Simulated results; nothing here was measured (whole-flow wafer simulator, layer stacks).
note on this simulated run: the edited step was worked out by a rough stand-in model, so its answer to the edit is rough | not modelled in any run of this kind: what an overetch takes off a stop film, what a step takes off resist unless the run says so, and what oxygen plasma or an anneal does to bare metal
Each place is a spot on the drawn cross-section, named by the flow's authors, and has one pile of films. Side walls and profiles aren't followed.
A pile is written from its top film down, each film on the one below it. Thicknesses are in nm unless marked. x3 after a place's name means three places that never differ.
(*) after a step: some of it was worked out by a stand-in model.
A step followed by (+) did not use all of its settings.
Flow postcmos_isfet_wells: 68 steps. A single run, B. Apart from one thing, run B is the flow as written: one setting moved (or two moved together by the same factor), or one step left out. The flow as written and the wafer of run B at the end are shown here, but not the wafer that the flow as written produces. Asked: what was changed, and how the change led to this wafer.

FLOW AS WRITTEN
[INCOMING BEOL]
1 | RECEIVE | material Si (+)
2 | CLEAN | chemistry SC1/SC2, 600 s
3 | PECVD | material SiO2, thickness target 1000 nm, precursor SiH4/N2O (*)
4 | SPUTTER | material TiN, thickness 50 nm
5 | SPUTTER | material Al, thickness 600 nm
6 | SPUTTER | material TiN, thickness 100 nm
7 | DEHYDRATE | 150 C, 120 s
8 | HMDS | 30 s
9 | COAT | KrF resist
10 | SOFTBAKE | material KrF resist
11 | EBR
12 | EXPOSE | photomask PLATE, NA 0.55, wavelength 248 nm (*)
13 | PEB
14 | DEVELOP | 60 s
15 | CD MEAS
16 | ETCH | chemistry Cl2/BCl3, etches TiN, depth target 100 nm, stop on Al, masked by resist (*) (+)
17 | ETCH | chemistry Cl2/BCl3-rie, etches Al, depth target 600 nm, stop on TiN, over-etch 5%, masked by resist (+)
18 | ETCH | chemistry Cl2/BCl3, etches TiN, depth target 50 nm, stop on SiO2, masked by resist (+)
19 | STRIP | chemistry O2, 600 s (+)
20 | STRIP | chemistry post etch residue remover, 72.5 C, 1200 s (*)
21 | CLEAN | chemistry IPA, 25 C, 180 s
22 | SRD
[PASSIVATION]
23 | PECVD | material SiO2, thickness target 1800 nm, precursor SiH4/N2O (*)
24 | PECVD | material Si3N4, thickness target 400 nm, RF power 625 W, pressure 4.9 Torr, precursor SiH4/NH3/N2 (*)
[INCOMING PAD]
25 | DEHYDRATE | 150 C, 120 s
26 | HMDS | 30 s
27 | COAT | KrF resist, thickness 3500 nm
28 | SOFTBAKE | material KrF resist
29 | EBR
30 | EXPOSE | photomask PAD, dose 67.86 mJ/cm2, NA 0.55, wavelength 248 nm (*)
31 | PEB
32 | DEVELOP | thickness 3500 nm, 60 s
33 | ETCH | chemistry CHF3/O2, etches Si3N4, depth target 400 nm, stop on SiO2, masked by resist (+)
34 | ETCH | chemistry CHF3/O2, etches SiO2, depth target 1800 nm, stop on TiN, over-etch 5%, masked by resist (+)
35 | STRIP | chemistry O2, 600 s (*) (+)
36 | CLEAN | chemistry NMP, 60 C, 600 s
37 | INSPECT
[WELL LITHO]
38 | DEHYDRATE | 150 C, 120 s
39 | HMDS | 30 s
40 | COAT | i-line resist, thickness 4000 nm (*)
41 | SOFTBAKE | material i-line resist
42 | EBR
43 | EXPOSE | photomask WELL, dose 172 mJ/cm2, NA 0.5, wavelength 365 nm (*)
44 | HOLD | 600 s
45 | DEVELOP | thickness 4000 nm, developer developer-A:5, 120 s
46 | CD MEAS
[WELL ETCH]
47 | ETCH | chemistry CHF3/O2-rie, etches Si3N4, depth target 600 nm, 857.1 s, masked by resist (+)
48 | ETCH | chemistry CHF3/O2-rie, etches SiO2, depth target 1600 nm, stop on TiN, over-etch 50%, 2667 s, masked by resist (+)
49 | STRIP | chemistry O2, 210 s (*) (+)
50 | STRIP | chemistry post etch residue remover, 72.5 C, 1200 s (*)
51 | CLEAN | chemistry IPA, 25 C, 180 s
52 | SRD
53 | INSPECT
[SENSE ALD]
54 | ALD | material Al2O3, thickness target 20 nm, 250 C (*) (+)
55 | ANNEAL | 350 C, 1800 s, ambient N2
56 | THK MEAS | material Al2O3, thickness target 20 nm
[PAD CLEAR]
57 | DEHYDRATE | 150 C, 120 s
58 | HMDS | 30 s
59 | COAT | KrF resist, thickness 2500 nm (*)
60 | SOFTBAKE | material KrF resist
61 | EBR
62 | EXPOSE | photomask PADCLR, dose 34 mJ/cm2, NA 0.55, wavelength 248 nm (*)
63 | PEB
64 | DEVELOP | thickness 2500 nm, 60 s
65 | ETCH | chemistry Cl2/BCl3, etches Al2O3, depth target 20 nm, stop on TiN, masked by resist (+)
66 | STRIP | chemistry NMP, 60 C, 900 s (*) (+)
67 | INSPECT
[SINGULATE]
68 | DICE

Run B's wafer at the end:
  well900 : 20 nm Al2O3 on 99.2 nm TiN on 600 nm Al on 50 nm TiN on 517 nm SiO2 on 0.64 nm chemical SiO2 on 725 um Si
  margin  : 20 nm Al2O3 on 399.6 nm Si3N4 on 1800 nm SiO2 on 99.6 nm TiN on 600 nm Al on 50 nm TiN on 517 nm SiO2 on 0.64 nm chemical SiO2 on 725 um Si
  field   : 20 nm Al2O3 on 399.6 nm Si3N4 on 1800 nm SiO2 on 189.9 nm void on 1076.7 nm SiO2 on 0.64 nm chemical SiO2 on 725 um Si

What caused this: step 3, PECVD: thickness target 517 nm was run, though the flow has thickness target 1000 nm.
The wafer lets one read it off: well900 has SiO2 517, and step 3 as written asks for 1000 nm.

Step by step, how the change led to this:
  3 | PECVD | material SiO2, thickness target 1000 nm, precursor SiH4/N2O (*)
      field, margin, well900, well1300 x3, pad_rim, pad_clr, pad_open: SiO2 gains 517 (new film) (as written it would have been: SiO2 gains 1000 (new film))
